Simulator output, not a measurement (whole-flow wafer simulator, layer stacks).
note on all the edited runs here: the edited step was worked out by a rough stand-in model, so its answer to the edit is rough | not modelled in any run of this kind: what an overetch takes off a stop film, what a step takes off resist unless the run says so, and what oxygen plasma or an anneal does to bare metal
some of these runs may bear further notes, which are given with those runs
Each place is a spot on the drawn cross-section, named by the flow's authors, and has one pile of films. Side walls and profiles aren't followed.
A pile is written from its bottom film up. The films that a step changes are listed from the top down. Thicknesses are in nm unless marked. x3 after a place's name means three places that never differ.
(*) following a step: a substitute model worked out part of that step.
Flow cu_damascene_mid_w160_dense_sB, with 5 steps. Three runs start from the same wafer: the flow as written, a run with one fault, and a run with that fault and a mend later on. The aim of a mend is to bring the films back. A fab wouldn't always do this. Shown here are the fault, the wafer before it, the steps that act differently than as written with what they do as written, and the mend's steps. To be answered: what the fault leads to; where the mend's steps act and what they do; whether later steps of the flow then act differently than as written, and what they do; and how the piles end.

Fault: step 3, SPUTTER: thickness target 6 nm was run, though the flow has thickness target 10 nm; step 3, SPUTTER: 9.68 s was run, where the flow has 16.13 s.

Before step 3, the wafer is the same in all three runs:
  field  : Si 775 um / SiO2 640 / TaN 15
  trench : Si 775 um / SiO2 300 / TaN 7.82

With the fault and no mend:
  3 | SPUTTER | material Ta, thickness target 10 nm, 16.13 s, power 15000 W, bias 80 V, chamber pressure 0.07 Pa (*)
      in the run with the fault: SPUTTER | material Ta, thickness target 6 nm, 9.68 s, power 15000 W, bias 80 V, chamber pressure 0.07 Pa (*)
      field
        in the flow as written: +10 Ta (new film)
        in the run with the fault: +6 Ta (new film)
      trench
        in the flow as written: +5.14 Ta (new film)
        in the run with the fault: +3.08 Ta (new film)
  Every later step of the flow that is run acts as written, at every place that is followed, to within 2% or 0.5 nm, whichever is larger.
  By the end, the piles at field, trench depart from the flow's by more than 2% or 0.5 nm, whichever is larger.
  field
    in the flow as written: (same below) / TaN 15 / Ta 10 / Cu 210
    in the run with the fault: (same below) / TaN 15 / Ta 6 / Cu 210
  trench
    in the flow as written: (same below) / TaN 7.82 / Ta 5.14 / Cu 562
    in the run with the fault: (same below) / TaN 7.82 / Ta 3.08 / Cu 560.1

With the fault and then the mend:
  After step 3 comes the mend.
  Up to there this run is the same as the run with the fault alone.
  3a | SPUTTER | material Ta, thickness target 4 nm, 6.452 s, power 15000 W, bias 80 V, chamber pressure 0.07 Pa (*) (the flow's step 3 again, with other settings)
      field
        +4 Ta
      trench
        +2.02 Ta
  Every later step of the flow that is run acts as written, at every place that is followed, to within 2% or 0.5 nm, whichever is larger.
  The piles end only slightly different from the flow's at the places that both follow, by no more than 2% or 0.5 nm, whichever is larger.
